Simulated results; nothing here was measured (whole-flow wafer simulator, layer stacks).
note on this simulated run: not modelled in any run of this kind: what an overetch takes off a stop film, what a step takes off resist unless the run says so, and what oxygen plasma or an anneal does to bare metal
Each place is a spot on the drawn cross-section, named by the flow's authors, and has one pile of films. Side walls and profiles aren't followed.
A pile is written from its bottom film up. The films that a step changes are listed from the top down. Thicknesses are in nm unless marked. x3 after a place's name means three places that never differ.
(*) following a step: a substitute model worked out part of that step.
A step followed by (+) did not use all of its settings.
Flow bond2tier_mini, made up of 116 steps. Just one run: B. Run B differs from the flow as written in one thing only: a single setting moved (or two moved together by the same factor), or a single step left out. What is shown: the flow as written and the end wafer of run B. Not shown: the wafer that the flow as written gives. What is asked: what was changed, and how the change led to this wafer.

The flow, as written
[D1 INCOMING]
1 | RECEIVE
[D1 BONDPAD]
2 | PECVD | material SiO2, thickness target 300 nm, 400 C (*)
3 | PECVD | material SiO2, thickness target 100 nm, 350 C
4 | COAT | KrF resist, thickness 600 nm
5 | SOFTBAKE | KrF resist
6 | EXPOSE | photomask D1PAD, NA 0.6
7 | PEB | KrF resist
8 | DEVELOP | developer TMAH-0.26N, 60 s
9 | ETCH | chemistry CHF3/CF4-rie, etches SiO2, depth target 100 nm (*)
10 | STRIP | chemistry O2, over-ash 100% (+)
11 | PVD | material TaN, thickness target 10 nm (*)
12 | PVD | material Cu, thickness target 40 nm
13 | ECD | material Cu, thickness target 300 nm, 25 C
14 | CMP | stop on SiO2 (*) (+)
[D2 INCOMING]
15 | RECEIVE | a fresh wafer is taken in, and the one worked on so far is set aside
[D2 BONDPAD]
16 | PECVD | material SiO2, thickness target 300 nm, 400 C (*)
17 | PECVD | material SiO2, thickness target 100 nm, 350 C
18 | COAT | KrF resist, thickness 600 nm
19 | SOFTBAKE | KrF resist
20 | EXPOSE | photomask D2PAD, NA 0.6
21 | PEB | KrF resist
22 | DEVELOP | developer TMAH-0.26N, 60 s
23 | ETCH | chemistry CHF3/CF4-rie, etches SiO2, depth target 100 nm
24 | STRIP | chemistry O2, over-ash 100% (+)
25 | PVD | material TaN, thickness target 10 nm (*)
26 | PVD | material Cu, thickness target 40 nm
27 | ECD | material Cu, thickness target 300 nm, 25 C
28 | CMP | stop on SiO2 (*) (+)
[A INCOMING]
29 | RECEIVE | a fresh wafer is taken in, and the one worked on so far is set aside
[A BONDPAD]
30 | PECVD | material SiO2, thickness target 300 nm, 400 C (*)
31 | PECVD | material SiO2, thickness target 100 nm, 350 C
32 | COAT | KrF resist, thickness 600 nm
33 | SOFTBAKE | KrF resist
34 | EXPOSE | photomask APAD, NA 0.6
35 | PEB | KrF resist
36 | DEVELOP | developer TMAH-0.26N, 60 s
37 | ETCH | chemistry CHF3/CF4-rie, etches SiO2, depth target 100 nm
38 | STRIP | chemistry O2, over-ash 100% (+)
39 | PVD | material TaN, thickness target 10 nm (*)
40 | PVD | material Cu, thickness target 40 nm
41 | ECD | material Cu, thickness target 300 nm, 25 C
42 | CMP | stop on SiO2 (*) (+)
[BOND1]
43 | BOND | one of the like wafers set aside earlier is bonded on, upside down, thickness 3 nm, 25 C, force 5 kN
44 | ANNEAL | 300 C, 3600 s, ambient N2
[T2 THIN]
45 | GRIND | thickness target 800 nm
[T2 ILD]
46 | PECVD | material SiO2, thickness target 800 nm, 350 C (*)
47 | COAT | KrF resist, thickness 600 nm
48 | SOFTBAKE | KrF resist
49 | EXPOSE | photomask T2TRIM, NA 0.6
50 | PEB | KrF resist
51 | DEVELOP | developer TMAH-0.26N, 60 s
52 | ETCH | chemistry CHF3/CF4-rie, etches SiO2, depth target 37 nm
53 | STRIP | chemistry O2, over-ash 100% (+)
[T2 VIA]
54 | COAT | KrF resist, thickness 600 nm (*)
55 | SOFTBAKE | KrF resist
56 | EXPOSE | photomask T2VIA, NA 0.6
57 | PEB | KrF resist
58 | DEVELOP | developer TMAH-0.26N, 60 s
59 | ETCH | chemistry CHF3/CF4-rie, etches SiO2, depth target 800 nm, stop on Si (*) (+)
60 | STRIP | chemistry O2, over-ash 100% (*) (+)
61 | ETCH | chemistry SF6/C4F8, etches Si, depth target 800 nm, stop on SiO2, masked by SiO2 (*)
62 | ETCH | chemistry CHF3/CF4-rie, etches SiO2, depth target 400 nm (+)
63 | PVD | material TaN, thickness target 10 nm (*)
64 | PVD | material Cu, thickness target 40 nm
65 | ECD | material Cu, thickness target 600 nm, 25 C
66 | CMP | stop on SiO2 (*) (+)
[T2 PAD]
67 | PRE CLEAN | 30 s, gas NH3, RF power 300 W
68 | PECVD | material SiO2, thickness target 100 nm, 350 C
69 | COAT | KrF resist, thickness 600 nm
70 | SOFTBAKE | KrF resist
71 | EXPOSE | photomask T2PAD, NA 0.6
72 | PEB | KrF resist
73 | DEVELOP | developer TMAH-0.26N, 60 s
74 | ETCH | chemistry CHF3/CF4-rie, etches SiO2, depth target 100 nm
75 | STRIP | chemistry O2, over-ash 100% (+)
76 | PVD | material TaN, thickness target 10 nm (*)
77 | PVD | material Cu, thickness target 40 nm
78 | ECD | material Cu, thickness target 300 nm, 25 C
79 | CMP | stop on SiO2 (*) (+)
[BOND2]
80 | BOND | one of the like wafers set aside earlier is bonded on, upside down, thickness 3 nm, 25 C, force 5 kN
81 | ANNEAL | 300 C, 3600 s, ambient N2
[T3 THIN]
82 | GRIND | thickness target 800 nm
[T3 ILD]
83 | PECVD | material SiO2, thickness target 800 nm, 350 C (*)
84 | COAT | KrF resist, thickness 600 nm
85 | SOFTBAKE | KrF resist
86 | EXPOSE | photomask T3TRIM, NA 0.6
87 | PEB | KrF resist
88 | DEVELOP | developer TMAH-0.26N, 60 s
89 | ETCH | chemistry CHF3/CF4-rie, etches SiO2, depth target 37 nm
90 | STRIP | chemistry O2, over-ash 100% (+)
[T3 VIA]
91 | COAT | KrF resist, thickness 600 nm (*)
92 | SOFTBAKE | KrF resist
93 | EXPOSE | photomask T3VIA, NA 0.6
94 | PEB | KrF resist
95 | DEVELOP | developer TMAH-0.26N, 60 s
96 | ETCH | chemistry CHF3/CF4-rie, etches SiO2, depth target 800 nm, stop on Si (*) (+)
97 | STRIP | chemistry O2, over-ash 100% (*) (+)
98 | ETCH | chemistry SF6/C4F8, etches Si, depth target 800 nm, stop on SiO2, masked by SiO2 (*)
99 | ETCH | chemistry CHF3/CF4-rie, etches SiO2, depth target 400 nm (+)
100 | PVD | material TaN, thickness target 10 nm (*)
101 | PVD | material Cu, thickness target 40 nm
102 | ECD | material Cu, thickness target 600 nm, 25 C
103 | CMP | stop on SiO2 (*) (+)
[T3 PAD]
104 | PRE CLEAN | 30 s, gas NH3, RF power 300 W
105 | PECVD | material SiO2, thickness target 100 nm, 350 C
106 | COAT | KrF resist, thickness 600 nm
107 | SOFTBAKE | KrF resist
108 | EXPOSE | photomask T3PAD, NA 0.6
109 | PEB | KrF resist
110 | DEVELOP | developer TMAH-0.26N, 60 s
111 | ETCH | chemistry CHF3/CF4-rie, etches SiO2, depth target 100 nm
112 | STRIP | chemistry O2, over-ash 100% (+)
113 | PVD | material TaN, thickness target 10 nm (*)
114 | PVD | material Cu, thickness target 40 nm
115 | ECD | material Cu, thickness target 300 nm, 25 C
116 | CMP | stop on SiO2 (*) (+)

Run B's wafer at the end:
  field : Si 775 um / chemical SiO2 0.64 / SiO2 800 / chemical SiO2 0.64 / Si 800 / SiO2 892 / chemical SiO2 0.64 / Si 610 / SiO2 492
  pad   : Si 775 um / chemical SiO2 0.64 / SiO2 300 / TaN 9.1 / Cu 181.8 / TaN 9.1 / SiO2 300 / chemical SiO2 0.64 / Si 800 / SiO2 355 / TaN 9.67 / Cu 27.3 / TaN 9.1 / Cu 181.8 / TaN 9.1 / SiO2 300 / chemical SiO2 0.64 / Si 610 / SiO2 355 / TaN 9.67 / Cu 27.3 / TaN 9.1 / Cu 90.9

The reason: step 82, GRIND: thickness target 610 nm was run, while the flow as written has thickness target 800 nm.
The wafer itself shows it: field has Si 610, and step 82 as written asks for 800 nm.

The path from the change to this, step by step:
  82 | GRIND | thickness target 800 nm
      field, pad: -774.39 um Si (as written it would have been: -774.2 um Si)
